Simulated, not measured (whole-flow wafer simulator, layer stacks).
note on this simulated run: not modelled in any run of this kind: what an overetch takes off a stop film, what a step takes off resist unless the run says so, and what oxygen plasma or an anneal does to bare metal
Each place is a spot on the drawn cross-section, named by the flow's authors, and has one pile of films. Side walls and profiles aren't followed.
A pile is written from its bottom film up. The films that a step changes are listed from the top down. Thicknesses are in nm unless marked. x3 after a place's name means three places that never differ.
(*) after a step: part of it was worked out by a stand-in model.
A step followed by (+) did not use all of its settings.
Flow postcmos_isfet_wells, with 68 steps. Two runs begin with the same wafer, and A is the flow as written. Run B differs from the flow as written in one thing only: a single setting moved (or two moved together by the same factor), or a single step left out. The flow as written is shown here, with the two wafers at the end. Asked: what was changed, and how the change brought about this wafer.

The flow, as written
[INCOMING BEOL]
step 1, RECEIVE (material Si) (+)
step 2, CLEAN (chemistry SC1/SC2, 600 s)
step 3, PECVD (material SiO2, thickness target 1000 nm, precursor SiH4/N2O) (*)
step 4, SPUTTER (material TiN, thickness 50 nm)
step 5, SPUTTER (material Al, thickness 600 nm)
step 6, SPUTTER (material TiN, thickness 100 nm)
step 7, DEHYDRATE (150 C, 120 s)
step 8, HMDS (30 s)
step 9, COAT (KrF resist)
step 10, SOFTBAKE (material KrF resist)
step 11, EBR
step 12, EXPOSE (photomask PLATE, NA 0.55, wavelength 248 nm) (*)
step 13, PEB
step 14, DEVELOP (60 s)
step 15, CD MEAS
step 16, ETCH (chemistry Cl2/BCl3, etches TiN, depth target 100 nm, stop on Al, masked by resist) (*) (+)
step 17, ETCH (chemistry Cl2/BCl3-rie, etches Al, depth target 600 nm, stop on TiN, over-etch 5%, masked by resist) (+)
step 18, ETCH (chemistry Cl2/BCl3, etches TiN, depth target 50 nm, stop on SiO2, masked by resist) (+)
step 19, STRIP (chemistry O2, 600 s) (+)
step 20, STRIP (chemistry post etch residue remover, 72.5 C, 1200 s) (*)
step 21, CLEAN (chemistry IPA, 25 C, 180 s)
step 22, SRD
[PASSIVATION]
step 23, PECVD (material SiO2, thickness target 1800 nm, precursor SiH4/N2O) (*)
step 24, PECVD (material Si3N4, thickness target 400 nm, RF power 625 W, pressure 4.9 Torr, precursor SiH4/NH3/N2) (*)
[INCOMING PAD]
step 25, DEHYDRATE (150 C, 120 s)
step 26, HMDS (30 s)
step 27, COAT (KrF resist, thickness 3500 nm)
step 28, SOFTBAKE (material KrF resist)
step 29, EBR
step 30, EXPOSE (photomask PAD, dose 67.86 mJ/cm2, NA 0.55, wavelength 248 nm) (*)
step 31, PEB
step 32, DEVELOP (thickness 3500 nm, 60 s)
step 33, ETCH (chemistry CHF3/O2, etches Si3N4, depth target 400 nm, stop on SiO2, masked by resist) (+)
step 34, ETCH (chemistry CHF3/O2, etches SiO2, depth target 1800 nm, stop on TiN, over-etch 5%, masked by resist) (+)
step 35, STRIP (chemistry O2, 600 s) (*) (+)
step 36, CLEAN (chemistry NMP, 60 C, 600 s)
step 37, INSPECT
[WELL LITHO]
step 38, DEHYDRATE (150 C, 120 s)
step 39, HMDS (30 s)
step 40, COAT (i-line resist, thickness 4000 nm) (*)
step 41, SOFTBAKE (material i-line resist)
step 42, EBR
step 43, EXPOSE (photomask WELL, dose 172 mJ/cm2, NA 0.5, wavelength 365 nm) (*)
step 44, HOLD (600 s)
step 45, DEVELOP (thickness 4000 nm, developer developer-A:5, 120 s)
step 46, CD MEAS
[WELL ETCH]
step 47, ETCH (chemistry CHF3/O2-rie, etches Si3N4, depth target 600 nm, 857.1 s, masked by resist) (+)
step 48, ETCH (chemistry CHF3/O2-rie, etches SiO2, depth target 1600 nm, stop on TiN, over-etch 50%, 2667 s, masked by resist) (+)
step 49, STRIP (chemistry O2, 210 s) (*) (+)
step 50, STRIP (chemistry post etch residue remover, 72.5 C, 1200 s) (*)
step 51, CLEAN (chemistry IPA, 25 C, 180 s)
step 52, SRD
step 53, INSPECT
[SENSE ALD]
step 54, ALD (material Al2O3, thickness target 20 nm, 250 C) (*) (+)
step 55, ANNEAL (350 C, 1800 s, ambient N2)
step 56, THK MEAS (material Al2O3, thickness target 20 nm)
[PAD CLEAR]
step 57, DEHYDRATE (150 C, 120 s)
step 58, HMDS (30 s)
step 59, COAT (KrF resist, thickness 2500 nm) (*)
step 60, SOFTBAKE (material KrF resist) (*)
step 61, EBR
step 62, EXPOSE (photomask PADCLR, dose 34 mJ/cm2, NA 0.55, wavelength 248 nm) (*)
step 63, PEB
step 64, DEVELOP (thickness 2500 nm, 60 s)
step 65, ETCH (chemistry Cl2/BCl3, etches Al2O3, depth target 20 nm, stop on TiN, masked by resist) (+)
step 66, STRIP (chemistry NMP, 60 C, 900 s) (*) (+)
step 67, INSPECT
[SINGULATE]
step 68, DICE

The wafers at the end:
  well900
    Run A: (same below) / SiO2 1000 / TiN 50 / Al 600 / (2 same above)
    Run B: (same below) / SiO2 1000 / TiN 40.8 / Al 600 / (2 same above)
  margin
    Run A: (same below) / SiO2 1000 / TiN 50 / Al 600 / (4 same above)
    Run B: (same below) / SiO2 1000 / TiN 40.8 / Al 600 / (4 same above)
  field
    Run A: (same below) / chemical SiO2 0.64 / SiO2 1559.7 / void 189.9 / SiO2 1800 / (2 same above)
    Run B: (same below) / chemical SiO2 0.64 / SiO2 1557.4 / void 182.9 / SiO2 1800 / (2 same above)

The reason: step 4, SPUTTER: thickness 40.76 nm was run, while the flow as written has thickness 50 nm.
The wafer lets one read it off: well900 has TiN 40.8, and step 4 as written asks for 50 nm.

Step by step, how the change led to this:
  step 4, SPUTTER (material TiN, thickness 50 nm)
      field, margin, well900 and 6 more: A TiN gains 50 (new film) | B TiN gains 40.8 (new film)
  step 18, ETCH (chemistry Cl2/BCl3, etches TiN, depth target 50 nm, stop on SiO2, masked by resist) (+)
      field: A TiN loses 50 (all of it) | B TiN loses 40.8 (all of it)
  step 23, PECVD (material SiO2, thickness target 1800 nm, precursor SiH4/N2O) (*)
      field: A SiO2 gains 1800 (new film), void gains 189.9 (new film), SiO2 gains 559.7 | B SiO2 gains 1800 (new film), void gains 182.9 (new film), SiO2 gains 557.4
